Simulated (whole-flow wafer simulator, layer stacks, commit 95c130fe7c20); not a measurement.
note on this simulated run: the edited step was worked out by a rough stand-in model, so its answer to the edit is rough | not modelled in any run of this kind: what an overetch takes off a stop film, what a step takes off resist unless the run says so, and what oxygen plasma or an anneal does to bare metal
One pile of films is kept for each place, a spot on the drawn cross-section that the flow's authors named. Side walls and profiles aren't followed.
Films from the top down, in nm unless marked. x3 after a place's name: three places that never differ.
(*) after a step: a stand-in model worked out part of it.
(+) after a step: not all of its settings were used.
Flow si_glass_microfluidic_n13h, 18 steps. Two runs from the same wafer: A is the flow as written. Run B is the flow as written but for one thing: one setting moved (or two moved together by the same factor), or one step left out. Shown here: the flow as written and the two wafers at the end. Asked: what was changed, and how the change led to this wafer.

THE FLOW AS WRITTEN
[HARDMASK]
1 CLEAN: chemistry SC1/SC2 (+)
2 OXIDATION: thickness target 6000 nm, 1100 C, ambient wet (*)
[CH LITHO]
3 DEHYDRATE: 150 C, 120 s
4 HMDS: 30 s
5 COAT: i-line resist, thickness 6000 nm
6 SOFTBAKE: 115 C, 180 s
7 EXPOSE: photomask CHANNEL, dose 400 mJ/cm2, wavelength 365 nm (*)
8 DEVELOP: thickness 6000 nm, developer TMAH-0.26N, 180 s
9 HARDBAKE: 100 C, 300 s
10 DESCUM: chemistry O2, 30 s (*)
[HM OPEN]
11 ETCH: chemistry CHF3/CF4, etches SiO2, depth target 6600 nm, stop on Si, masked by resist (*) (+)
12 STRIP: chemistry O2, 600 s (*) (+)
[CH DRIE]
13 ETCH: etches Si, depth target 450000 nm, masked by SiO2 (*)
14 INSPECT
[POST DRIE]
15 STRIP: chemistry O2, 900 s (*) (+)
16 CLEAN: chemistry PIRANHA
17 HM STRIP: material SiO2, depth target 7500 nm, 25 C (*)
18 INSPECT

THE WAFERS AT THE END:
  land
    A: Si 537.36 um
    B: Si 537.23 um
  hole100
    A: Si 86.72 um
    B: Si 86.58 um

The cause: step 2, OXIDATION: thickness target 6300 nm was run, where the flow has thickness target 6000 nm.

How the change led to this, step by step:
  2 OXIDATION: thickness target 6000 nm, 1100 C, ambient wet (*)
      land, hole100: A SiO2 +6000 (new film), chemical SiO2 -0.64 (all of it), Si -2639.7 | B SiO2 +6300 (new film), chemical SiO2 -0.64 (all of it), Si -2771.7
  11 ETCH: chemistry CHF3/CF4, etches SiO2, depth target 6600 nm, stop on Si, masked by resist (*) (+)
      hole100: A SiO2 -6000 (all of it) | B SiO2 -6300 (all of it)
  17 HM STRIP: material SiO2, depth target 7500 nm, 25 C (*)
      land: A SiO2 -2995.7 (all of it) | B SiO2 -3295.7 (all of it)
